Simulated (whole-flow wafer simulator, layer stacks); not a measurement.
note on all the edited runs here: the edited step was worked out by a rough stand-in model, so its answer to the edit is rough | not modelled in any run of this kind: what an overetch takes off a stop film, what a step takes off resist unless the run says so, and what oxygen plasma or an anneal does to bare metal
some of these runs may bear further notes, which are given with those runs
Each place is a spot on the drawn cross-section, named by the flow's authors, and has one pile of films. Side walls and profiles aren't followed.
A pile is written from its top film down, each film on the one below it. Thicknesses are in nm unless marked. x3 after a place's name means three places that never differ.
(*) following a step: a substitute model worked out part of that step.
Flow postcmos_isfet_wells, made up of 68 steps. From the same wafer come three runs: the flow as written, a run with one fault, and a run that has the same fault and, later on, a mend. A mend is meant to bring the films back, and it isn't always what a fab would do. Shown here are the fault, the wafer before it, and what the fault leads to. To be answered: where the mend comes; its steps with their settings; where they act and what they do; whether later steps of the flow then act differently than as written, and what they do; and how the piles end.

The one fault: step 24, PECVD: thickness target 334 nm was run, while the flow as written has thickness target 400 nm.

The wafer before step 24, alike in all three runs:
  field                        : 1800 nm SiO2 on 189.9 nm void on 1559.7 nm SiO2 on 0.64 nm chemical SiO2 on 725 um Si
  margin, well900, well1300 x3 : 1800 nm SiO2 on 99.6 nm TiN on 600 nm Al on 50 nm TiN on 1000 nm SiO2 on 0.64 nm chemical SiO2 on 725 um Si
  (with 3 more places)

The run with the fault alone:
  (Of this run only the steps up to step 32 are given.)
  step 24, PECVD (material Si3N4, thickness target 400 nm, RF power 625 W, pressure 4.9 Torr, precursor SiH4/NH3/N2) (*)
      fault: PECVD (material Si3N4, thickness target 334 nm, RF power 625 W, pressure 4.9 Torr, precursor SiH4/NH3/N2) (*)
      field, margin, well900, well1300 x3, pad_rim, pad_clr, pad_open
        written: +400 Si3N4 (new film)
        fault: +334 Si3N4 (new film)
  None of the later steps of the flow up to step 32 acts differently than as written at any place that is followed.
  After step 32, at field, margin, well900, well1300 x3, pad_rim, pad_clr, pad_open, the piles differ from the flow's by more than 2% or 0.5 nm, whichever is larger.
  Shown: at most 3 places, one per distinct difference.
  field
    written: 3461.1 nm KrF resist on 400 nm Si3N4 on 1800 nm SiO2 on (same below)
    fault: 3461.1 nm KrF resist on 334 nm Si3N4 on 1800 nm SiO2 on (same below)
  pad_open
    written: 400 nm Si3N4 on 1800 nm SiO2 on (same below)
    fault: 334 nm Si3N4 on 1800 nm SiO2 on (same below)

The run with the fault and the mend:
  After step 24 comes the mend.
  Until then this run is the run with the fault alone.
  step 24a, ETCH (chemistry h3po4, depth target 384.1 nm)
      field, margin, well900, well1300 x3, pad_rim, pad_clr, pad_open
        -334 Si3N4 (all of it)
  step 24b, PECVD (material Si3N4, thickness target 400 nm, RF power 625 W, pressure 4.9 Torr, precursor SiH4/NH3/N2) (*) (the flow's step 24 again)
      field, margin, well900, well1300 x3, pad_rim, pad_clr, pad_open
        +400 Si3N4 (new film)
  None of the later steps of the flow acts differently than as written at any place that is followed.
  At every place that both follow, the piles at the end match the flow's.
